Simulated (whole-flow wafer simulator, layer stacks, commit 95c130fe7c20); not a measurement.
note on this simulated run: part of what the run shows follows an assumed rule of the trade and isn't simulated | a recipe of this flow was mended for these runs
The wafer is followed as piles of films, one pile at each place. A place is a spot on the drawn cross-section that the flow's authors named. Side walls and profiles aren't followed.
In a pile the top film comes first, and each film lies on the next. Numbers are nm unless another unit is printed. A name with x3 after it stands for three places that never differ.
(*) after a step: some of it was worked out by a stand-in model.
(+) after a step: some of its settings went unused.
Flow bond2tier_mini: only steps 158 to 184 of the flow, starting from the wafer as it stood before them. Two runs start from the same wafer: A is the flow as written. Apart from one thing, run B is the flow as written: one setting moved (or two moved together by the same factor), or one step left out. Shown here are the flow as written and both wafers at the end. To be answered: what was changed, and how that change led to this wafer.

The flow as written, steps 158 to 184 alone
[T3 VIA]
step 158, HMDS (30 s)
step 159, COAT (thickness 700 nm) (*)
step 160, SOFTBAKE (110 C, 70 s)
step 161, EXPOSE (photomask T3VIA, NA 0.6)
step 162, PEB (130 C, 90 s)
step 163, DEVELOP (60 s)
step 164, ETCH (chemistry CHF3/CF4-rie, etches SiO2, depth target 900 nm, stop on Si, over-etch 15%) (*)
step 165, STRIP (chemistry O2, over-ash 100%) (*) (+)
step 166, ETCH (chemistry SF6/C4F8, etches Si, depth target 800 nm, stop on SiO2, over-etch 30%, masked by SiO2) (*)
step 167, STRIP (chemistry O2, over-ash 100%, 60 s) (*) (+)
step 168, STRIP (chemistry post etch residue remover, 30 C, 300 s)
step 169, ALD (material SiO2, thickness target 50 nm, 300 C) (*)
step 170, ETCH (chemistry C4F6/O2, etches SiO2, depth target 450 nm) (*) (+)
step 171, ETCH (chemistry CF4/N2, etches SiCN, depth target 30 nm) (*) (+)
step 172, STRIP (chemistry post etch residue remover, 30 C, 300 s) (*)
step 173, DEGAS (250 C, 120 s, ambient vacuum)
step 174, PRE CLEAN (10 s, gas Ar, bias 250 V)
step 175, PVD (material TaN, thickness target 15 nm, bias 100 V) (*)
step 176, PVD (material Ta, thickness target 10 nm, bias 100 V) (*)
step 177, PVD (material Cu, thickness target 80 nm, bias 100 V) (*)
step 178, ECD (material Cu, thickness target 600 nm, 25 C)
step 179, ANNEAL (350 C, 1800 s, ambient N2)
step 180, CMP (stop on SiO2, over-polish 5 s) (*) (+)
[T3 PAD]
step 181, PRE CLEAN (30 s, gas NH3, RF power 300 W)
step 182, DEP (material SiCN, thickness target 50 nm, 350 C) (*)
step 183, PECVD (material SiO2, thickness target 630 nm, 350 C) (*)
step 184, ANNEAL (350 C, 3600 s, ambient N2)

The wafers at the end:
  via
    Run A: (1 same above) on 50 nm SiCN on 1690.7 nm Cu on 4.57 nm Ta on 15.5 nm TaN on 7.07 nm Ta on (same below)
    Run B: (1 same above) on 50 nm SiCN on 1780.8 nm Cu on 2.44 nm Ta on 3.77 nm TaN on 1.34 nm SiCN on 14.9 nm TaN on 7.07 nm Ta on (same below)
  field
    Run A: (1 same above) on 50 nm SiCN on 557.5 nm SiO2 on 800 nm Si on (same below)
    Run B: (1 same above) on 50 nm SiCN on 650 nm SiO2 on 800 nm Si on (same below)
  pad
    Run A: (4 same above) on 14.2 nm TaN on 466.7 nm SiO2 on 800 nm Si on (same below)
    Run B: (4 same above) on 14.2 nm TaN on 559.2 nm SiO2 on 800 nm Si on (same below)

What caused this: step 169, ALD: thickness target 142.5 nm was run, while the flow as written has thickness target 50 nm.

How this came from the change, step by step:
  step 169, ALD (material SiO2, thickness target 50 nm, 300 C) (*)
      field, pad, via: A +50 SiO2 | B +142.5 SiO2
  step 170, ETCH (chemistry C4F6/O2, etches SiO2, depth target 450 nm) (*) (+)
      via: A -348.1 SiO2 (all of it), -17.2 SiCN | B -440.6 SiO2 (all of it), -1.58 SiCN
  step 171, ETCH (chemistry CF4/N2, etches SiCN, depth target 30 nm) (*) (+)
      via: A -17.6 SiCN (all of it), -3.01 TaN | B -30 SiCN
  step 174, PRE CLEAN (10 s, gas Ar, bias 250 V)
      via: A -3.19 TaN | B -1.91 SiCN
  step 175, PVD (material TaN, thickness target 15 nm, bias 100 V) (*)
      via: A +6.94 TaN | B +3.77 TaN (new film)
  step 176, PVD (material Ta, thickness target 10 nm, bias 100 V) (*)
      via: A +4.57 Ta (new film) | B +2.44 Ta (new film)
  step 177, PVD (material Cu, thickness target 80 nm, bias 100 V) (*)
      via: A +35 Cu (new film) | B +15.9 Cu (new film)
  step 178, ECD (material Cu, thickness target 600 nm, 25 C)
      via: A +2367 Cu | B +2476.3 Cu
If metal films that touch count as one body, via has 2 bodies (between them, from the top down: SiCN 1.34); the flow as written gives 1 body.
